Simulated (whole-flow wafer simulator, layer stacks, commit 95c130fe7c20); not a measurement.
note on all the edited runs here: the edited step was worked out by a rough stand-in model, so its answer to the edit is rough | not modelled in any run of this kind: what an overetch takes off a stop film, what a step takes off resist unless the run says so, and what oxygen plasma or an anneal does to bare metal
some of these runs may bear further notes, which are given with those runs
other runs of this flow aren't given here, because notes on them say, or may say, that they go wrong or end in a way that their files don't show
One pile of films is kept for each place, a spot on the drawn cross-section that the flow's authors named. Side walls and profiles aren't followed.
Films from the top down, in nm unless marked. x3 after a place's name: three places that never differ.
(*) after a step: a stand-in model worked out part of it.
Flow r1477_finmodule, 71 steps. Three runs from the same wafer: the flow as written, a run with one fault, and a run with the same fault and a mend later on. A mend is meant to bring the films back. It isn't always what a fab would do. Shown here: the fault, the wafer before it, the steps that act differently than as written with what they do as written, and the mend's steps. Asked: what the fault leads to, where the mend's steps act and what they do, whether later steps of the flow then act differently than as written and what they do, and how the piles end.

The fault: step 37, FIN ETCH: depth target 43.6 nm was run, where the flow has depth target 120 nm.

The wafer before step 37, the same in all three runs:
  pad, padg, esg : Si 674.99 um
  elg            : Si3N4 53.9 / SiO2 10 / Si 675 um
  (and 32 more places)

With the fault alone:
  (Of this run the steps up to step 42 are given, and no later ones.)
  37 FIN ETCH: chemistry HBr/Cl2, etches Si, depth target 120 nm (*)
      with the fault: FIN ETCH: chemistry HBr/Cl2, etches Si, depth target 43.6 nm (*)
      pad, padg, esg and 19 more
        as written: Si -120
        with the fault: Si -43.6
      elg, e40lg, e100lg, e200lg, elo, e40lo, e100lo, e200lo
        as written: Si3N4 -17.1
        with the fault: Si3N4 -6.23
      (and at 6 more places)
  No later step of the flow up to step 42 acts differently than as written, at any place that is followed, by more than 2% or 0.5 nm, whichever is larger.
  After step 42 the piles differ from the flow's by more than 2% or 0.5 nm, whichever is larger, at elg, e40lg, e100lg and 11 more.
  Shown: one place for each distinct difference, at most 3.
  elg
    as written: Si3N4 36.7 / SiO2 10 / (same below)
    with the fault: Si3N4 47.6 / SiO2 10 / (same below)
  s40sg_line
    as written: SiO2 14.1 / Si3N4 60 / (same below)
    with the fault: SiO2 20 / Si3N4 60 / (same below)

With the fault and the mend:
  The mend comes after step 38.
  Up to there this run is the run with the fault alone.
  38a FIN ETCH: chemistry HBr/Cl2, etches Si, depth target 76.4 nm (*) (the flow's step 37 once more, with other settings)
      pad, padg, esg and 19 more
        Si -76.4
      elg, e40lg, e100lg, e200lg, elo, e40lo, e100lo, e200lo
        Si3N4 -10.9
      s40sg_line, s45sg_line, s50sg_line, s40so_line, s45so_line, s50so_line
        SiO2 -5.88
  No later step of the flow acts differently than as written at any place that is followed.
  At the end the piles are the same as the flow's at every place that both follow.
